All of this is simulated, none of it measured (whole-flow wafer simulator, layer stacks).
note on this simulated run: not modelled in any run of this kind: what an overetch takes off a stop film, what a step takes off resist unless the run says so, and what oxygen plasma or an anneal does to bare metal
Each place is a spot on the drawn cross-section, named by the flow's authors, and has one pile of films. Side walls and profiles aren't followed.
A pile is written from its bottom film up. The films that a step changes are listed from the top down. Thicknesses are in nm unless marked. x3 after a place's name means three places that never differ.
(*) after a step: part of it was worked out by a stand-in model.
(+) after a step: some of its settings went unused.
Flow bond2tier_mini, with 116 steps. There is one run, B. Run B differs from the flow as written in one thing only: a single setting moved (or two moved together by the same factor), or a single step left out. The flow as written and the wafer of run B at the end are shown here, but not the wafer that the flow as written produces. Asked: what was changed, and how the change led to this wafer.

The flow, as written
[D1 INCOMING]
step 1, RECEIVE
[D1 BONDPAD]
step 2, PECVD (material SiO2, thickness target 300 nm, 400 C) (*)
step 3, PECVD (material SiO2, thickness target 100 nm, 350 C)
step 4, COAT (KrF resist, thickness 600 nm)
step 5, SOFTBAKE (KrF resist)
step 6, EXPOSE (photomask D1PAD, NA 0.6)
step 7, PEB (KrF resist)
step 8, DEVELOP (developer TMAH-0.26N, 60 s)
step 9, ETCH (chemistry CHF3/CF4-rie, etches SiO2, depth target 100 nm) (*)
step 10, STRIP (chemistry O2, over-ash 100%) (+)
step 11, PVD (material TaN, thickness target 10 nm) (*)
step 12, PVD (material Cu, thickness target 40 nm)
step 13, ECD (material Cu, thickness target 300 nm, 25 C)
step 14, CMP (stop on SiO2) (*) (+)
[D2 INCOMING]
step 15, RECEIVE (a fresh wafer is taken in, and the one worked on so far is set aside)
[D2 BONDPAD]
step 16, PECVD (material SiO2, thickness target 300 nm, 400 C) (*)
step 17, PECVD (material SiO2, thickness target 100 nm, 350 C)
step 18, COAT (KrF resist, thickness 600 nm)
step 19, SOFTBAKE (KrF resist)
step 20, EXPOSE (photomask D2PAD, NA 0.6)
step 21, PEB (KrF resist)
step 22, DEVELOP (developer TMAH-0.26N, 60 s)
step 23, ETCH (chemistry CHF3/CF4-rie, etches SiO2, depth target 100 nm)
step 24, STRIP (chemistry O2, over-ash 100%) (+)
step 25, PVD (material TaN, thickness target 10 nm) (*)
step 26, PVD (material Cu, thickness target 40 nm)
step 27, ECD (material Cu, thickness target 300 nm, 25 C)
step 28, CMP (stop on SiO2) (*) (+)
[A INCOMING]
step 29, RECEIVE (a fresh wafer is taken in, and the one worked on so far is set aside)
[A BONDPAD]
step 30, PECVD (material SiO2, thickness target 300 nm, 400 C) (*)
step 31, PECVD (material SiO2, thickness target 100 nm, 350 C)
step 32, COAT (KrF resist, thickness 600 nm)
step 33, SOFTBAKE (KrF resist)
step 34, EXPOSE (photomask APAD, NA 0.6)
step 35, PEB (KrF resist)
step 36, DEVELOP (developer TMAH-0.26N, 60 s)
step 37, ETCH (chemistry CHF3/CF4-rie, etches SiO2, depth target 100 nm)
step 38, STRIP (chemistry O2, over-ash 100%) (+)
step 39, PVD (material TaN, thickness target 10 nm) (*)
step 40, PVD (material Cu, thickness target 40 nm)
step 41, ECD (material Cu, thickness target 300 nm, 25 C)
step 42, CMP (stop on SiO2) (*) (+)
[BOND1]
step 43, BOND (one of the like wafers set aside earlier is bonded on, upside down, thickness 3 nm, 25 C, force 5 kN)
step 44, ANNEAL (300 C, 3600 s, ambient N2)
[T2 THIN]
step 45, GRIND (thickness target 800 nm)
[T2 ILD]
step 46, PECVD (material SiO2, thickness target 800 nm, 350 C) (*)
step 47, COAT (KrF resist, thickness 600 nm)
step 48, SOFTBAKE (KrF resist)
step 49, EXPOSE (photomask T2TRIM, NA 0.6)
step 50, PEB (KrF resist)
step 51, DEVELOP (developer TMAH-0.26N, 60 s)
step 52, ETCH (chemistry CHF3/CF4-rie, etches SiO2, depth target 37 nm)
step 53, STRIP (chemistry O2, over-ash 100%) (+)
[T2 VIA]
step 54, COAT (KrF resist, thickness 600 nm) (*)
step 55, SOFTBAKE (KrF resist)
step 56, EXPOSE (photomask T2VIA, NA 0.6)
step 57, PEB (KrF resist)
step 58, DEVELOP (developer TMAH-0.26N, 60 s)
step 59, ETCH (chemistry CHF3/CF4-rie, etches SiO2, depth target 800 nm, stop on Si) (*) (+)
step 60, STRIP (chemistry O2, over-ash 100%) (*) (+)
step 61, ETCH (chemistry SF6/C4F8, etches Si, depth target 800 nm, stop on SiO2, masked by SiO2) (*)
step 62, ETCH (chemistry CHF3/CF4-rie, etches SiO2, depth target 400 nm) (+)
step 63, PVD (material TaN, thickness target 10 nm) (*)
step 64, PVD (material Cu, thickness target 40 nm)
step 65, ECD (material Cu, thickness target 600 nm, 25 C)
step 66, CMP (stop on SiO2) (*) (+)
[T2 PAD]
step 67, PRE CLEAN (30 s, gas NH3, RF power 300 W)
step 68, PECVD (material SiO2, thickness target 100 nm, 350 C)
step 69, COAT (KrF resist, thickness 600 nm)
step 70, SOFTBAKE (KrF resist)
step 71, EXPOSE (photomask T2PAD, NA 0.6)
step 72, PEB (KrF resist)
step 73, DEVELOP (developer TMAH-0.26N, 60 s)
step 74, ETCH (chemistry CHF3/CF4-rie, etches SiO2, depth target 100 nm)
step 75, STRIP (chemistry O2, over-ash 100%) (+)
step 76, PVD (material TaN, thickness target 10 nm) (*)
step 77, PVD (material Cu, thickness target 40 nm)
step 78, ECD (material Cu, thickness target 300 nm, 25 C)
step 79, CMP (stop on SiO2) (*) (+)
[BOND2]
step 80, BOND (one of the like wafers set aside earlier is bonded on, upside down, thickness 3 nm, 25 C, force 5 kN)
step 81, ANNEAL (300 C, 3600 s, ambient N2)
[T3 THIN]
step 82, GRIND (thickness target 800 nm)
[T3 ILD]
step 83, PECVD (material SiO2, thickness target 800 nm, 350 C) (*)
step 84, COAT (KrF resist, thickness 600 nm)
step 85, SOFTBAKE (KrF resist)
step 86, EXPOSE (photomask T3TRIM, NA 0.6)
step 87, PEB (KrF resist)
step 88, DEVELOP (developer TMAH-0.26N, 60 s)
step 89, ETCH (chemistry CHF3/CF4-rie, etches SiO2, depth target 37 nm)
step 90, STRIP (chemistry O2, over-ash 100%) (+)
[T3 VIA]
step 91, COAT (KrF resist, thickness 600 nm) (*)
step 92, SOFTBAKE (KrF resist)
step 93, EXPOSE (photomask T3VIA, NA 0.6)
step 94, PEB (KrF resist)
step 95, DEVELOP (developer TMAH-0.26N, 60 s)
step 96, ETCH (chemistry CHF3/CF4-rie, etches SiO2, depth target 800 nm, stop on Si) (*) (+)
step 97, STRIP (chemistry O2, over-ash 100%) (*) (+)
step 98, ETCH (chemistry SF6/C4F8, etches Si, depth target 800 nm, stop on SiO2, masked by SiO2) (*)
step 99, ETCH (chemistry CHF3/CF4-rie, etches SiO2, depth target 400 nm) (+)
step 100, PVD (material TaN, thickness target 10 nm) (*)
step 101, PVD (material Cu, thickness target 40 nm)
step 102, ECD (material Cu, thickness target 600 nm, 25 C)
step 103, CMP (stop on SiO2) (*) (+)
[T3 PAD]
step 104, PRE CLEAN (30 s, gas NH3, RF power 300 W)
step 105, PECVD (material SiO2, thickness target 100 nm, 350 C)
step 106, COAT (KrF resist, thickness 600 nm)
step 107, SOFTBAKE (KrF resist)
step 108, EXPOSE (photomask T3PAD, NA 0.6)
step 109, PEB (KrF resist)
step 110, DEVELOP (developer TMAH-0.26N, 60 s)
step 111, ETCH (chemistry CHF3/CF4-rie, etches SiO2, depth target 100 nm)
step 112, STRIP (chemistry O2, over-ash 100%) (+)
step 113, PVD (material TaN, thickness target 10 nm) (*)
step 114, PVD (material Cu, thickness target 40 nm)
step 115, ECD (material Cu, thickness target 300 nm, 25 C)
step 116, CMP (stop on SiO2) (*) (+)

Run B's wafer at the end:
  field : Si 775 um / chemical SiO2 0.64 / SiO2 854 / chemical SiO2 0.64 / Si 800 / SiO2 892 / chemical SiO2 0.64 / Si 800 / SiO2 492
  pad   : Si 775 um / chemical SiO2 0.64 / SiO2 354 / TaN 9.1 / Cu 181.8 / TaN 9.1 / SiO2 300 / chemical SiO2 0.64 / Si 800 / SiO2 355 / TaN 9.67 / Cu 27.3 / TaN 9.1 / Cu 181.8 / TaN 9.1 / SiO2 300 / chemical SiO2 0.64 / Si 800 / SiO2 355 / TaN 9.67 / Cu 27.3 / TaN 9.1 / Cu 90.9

What caused this: step 31, PECVD: thickness target 154 nm was run, while the flow as written has thickness target 100 nm.

The path from the change to this, step by step:
  step 31, PECVD (material SiO2, thickness target 100 nm, 350 C)
      field, pad, via: SiO2 gains 154 (as written it would have been: SiO2 gains 100)
